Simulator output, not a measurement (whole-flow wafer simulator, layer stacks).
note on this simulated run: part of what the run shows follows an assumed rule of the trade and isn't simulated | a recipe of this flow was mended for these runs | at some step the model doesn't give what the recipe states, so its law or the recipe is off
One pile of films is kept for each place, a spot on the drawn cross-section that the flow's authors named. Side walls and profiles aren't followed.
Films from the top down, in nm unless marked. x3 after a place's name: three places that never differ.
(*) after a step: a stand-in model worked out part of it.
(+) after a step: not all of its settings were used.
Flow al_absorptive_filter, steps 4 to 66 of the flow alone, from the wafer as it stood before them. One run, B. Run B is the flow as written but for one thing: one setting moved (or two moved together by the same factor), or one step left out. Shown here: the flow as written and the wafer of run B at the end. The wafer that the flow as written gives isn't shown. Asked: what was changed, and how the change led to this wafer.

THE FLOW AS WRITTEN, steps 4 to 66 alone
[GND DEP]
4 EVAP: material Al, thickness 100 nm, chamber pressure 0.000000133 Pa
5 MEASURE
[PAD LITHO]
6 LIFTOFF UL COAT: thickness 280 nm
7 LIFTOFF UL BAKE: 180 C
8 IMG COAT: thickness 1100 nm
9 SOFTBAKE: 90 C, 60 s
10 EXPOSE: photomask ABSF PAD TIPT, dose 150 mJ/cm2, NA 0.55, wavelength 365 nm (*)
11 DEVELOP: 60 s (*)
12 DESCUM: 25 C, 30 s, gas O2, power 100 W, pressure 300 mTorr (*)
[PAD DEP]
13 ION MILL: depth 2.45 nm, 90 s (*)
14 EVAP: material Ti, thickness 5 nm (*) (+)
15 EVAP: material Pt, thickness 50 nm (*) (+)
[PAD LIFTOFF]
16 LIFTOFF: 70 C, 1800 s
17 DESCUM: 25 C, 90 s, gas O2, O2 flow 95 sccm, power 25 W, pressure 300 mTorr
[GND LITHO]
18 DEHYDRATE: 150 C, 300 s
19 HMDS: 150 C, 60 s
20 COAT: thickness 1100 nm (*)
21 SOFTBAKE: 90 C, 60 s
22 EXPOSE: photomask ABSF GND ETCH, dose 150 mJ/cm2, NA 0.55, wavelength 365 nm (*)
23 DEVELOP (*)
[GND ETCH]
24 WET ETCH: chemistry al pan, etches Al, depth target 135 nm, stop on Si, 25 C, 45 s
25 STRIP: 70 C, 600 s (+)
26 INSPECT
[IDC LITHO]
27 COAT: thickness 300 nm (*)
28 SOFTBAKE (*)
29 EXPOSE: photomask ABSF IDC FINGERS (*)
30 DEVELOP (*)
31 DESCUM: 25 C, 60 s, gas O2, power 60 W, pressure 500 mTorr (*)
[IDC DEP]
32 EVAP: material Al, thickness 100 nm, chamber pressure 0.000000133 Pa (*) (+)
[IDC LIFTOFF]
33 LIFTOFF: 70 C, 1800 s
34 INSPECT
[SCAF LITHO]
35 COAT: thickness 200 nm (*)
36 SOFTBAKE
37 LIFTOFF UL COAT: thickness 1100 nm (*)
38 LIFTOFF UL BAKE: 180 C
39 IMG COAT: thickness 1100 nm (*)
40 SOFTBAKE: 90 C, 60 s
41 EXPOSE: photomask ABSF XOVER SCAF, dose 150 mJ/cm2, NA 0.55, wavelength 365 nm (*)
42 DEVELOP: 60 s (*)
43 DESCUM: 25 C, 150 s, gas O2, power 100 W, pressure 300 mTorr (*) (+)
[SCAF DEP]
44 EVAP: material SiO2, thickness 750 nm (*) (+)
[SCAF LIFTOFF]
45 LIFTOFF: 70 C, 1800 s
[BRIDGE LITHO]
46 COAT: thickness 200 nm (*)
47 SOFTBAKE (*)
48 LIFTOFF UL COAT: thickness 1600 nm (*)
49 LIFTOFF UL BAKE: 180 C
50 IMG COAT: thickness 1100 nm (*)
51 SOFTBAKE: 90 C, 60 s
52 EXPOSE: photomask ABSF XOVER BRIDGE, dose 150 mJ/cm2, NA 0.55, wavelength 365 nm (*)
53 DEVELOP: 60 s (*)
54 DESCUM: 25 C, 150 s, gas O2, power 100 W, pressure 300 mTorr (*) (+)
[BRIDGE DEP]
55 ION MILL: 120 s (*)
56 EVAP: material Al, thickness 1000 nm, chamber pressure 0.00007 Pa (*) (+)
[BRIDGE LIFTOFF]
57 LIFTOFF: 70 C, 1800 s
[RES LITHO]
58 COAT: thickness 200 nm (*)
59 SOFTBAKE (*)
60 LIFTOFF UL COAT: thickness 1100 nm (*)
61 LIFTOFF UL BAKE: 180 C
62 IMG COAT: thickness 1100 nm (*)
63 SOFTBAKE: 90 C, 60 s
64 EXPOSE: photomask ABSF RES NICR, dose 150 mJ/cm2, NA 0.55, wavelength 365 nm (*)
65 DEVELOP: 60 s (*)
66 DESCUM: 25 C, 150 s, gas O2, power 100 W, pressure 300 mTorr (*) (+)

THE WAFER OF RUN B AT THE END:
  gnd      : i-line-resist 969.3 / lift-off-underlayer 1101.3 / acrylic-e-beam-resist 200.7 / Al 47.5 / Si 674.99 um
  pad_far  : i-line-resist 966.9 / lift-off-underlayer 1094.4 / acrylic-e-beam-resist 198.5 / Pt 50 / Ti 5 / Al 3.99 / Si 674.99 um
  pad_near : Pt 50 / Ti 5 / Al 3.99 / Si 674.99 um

The cause: step 4, EVAP: thickness 47.5 nm was run, where the flow has thickness 100 nm.
It can be read off the wafer: gnd has Al 47.5, and step 4 as written asks for 100 nm.

How the change led to this, step by step:
  4 EVAP: material Al, thickness 100 nm, chamber pressure 0.000000133 Pa
      gnd, pad_far, pad_near and 11 more: Al +47.5 (new film) (as written it would be: Al +100 (new film))
  24 WET ETCH: chemistry al pan, etches Al, depth target 135 nm, stop on Si, 25 C, 45 s
      res, xl_gap, idc_field, idc_line, idc_space: Al -34.2 (all of it) (as written it would be: Al -86.7 (all of it))
  27 COAT: thickness 300 nm (*)
      ledge: e-beam-resist +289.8 (new film) (as written it would be: e-beam-resist +274.4 (new film))
      res: e-beam-resist +324.6 (new film) (as written it would be: e-beam-resist +349.6 (new film))
      (and at 2 more places)
  33 LIFTOFF: 70 C, 1800 s
      ledge: Al -100 (all of it), e-beam-resist -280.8 (all of it) (as written it would be: Al -100 (all of it), e-beam-resist -265.3 (all of it))
      res: Al -100 (all of it), e-beam-resist -315.5 (all of it) (as written it would be: Al -100 (all of it), e-beam-resist -340.6 (all of it))
      (and at 2 more places)
  35 COAT: thickness 200 nm (*)
      ledge: acrylic-e-beam-resist +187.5 (new film) (as written it would be: acrylic-e-beam-resist +169.8 (new film))
      res: acrylic-e-beam-resist +216.1 (new film) (as written it would be: acrylic-e-beam-resist +231.4 (new film))
      (and at 2 more places)
  37 LIFTOFF UL COAT: thickness 1100 nm (*)
      res: lift-off-underlayer +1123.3 (new film) (as written it would be: lift-off-underlayer +1148.2 (new film))
  43 DESCUM: 25 C, 150 s, gas O2, power 100 W, pressure 300 mTorr (*) (+)
      gnd, pad_far, pad_near and 7 more: i-line-resist -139 (as written it would be: i-line-resist -159.6)
      xl_gap: acrylic-e-beam-resist -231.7 (all of it) (as written it would be: acrylic-e-beam-resist -265.9 (all of it))
      (and at 1 more place)
  45 LIFTOFF: 70 C, 1800 s
      gnd, xa_field, xl_land, idc_field: SiO2 -750 (all of it), i-line-resist -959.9 (all of it), lift-off-underlayer -1100 (all of it), acrylic-e-beam-resist -200 (all of it) (as written it would be: SiO2 -750 (all of it), i-line-resist -939.4 (all of it), lift-off-underlayer -1100 (all of it), acrylic-e-beam-resist -200 (all of it))
      pad_far: SiO2 -750 (all of it), i-line-resist -957.5 (all of it), lift-off-underlayer -1094.4 (all of it), acrylic-e-beam-resist -198.5 (all of it) (as written it would be: SiO2 -750 (all of it), i-line-resist -937 (all of it), lift-off-underlayer -1092.7 (all of it), acrylic-e-beam-resist -198.5 (all of it))
      (and at 4 more places)
  46 COAT: thickness 200 nm (*)
      ledge: acrylic-e-beam-resist +187.5 (new film) (as written it would be: acrylic-e-beam-resist +169.8 (new film))
      res: acrylic-e-beam-resist +216.1 (new film) (as written it would be: acrylic-e-beam-resist +231.4 (new film))
      (and at 2 more places)
  48 LIFTOFF UL COAT: thickness 1600 nm (*)
      xl_gap: lift-off-underlayer +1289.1 (new film) (as written it would be: lift-off-underlayer +1316.9 (new film))
  53 DEVELOP: 60 s (*)
      xl_gap: i-line-resist -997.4 (all of it), lift-off-underlayer -1289.1 (all of it) (as written it would be: i-line-resist -1001.2 (all of it), lift-off-underlayer -1316.9 (all of it))
  54 DESCUM: 25 C, 150 s, gas O2, power 100 W, pressure 300 mTorr (*) (+)
      xl_gap: acrylic-e-beam-resist -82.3 (all of it) (as written it would be: acrylic-e-beam-resist -97.9 (all of it))
      xl_turn: acrylic-e-beam-resist -150.6 (all of it) (as written it would be: acrylic-e-beam-resist -141.8 (all of it))
  57 LIFTOFF: 70 C, 1800 s
      ledge: Al -1000 (all of it), i-line-resist -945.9 (all of it), lift-off-underlayer -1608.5 (all of it), acrylic-e-beam-resist -187.5 (all of it) (as written it would be: Al -1000 (all of it), i-line-resist -951.7 (all of it), lift-off-underlayer -1617.2 (all of it), acrylic-e-beam-resist -169.8 (all of it))
      res: Al -1000 (all of it), i-line-resist -947.5 (all of it), lift-off-underlayer -1625.8 (all of it), acrylic-e-beam-resist -216.1 (all of it) (as written it would be: Al -1000 (all of it), i-line-resist -954.3 (all of it), lift-off-underlayer -1653.2 (all of it), acrylic-e-beam-resist -231.4 (all of it))
  58 COAT: thickness 200 nm (*)
      ledge: acrylic-e-beam-resist +187.5 (new film) (as written it would be: acrylic-e-beam-resist +169.8 (new film))
      res: acrylic-e-beam-resist +216.1 (new film) (as written it would be: acrylic-e-beam-resist +231.4 (new film))
      (and at 2 more places)
  60 LIFTOFF UL COAT: thickness 1100 nm (*)
      res: lift-off-underlayer +1123.3 (new film) (as written it would be: lift-off-underlayer +1148.2 (new film))
      xl_gap: lift-off-underlayer +801 (new film) (as written it would be: lift-off-underlayer +831.4 (new film))
  65 DEVELOP: 60 s (*)
      res: i-line-resist -1108 (all of it), lift-off-underlayer -1123.3 (all of it) (as written it would be: i-line-resist -1116.9 (all of it), lift-off-underlayer -1148.2 (all of it))
  66 DESCUM: 25 C, 150 s, gas O2, power 100 W, pressure 300 mTorr (*) (+)
      gnd, pad_far, xa_field and 8 more: i-line-resist -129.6 (as written it would be: i-line-resist -138.9)
      ledge: acrylic-e-beam-resist -187.5 (all of it) (as written it would be: acrylic-e-beam-resist -169.8 (all of it))
      (and at 1 more place)
